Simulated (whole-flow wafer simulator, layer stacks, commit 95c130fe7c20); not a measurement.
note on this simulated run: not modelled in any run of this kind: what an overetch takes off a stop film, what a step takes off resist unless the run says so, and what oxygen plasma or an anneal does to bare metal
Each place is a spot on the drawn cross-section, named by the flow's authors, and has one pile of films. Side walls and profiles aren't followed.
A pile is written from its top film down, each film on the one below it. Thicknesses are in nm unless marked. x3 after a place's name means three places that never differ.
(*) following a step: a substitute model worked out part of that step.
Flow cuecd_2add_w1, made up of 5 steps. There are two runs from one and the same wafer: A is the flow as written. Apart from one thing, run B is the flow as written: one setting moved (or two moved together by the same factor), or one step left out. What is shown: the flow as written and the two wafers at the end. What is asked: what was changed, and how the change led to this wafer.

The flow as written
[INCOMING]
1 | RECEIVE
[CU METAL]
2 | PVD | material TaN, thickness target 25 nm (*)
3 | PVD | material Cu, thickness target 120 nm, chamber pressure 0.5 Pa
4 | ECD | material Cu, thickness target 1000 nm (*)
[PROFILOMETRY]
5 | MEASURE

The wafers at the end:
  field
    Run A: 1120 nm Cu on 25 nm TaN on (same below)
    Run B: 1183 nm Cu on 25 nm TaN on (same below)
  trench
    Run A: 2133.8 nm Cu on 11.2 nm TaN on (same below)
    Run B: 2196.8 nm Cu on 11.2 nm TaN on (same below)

Cause: step 3, PVD: thickness target 183 nm was run, while the flow as written has thickness target 120 nm.

Step by step, how the change led to this:
  3 | PVD | material Cu, thickness target 120 nm, chamber pressure 0.5 Pa
      field: A Cu gains 120 (new film) | B Cu gains 183 (new film)
      trench: A Cu gains 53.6 (new film) | B Cu gains 80.1 (new film)
